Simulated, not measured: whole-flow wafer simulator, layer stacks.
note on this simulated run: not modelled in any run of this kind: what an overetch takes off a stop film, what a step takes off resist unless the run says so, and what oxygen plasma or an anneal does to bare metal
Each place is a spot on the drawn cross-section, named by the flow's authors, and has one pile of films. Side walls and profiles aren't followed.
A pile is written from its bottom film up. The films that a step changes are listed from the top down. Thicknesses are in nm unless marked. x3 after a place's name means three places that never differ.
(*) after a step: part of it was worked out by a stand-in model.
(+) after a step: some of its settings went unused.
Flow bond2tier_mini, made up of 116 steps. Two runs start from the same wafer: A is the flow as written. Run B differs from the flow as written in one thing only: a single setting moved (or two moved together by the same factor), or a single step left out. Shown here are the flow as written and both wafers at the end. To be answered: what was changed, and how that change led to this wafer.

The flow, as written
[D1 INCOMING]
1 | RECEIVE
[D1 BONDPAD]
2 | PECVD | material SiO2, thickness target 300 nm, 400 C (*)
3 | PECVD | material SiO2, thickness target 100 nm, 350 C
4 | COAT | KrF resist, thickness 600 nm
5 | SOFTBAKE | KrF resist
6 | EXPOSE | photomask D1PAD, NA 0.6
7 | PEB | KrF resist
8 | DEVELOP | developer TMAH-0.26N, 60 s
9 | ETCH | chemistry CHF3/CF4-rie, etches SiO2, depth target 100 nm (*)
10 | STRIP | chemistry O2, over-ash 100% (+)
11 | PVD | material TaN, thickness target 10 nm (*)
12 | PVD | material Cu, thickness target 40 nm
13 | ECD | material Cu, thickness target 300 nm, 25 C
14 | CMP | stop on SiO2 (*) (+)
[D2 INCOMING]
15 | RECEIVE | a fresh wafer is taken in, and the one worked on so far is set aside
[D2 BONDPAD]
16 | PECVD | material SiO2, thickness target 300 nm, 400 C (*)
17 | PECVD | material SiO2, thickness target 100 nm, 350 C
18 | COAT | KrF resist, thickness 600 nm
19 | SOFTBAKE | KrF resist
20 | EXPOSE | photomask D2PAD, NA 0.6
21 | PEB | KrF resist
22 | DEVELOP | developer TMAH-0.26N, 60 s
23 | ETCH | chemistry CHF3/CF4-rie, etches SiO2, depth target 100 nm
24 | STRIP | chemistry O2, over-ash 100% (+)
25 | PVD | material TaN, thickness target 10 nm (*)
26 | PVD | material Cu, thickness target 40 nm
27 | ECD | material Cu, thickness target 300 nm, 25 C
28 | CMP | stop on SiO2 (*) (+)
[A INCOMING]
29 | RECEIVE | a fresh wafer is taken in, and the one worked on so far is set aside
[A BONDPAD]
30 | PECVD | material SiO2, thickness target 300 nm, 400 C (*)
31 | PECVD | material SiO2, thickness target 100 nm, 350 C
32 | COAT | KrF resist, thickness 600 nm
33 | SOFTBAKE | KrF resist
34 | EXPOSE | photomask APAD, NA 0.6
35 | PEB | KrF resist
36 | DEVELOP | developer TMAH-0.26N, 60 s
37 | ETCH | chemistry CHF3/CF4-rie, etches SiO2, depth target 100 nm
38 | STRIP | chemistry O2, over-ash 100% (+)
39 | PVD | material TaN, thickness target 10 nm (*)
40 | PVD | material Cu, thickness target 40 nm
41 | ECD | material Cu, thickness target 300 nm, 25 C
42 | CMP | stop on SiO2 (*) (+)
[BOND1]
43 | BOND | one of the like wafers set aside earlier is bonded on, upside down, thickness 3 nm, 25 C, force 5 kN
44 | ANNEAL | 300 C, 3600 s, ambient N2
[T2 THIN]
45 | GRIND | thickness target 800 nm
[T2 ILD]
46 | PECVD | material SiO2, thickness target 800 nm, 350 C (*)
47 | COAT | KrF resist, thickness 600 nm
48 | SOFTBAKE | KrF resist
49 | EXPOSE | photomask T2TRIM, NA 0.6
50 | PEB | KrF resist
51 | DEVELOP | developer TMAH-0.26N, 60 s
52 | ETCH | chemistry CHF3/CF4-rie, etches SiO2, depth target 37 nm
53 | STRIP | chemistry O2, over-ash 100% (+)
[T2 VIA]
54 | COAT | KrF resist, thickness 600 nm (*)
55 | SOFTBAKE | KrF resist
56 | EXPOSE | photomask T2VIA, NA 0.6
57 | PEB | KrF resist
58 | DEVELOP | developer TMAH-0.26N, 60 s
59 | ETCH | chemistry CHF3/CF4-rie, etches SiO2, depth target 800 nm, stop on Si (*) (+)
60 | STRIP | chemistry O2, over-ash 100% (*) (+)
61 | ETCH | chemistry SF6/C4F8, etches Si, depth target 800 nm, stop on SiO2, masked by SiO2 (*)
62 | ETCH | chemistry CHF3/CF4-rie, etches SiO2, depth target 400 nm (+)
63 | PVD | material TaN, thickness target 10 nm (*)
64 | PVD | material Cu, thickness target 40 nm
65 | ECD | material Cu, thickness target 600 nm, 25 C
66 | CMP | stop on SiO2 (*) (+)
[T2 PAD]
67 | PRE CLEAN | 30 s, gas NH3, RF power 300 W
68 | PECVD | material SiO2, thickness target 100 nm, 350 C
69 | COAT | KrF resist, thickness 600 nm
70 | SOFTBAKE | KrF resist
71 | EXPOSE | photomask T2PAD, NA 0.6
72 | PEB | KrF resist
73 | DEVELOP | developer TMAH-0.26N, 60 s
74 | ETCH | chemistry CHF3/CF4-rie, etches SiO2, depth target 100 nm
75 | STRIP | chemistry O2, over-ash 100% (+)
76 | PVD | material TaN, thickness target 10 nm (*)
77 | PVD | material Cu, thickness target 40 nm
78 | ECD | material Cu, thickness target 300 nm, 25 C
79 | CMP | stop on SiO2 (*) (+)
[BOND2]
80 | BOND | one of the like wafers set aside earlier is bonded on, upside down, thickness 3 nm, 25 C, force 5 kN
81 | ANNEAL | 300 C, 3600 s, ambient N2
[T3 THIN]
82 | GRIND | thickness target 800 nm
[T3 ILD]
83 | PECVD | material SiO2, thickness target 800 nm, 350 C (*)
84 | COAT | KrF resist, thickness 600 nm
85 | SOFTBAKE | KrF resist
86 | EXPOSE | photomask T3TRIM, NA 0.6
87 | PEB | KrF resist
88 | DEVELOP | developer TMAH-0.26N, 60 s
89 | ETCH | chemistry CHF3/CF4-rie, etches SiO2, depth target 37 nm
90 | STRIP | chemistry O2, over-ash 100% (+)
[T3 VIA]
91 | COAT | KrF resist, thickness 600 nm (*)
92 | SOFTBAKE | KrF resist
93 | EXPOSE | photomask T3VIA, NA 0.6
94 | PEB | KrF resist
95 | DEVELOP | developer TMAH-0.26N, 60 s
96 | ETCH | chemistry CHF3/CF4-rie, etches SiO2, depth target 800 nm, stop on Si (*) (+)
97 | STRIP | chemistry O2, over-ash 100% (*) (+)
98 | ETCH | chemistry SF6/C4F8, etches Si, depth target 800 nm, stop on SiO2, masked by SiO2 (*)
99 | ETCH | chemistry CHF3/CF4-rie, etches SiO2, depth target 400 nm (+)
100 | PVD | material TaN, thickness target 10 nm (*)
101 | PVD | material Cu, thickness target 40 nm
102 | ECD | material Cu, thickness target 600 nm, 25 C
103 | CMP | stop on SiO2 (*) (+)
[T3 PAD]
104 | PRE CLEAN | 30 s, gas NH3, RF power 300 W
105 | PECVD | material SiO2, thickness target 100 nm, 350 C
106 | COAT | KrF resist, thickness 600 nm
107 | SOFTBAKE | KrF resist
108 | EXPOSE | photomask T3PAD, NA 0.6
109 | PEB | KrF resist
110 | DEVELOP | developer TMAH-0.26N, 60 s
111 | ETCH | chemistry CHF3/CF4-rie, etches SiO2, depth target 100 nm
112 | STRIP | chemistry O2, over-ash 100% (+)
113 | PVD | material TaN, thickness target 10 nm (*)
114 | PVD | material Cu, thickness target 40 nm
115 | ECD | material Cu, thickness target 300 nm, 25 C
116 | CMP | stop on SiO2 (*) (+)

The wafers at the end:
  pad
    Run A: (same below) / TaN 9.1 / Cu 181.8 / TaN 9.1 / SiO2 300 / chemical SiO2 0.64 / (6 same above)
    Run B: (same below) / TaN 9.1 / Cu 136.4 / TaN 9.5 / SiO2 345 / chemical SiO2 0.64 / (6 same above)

What caused this: step 23, ETCH: depth target 55 nm was run, while the flow as written has depth target 100 nm.

How this came from the change, step by step:
  23 | ETCH | chemistry CHF3/CF4-rie, etches SiO2, depth target 100 nm
      pad, via: A SiO2 loses 100 | B SiO2 loses 55
      field: A KrF resist loses 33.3 | B KrF resist loses 18.3
  24 | STRIP | chemistry O2, over-ash 100% (+)
      field: A KrF resist loses 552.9 (all of it) | B KrF resist loses 567.9 (all of it)
  26 | PVD | material Cu, thickness target 40 nm
      pad: A Cu gains 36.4 (new film) | B Cu gains 38 (new film)
  27 | ECD | material Cu, thickness target 300 nm, 25 C
      pad: A Cu gains 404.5 | B Cu gains 357.5
      via: A Cu gains 400.2 | B Cu gains 355
  80 | BOND | one of the like wafers set aside earlier is bonded on, upside down, thickness 3 nm, 25 C, force 5 kN
      pad: A Si gains 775 um (new film), chemical SiO2 gains 0.64 (new film), SiO2 gains 300 (new film), TaN gains 9.1 (new film), Cu gains 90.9 | B Si gains 775 um (new film), chemical SiO2 gains 0.64 (new film), SiO2 gains 345 (new film), TaN gains 9.5 (new film), Cu gains 45.5
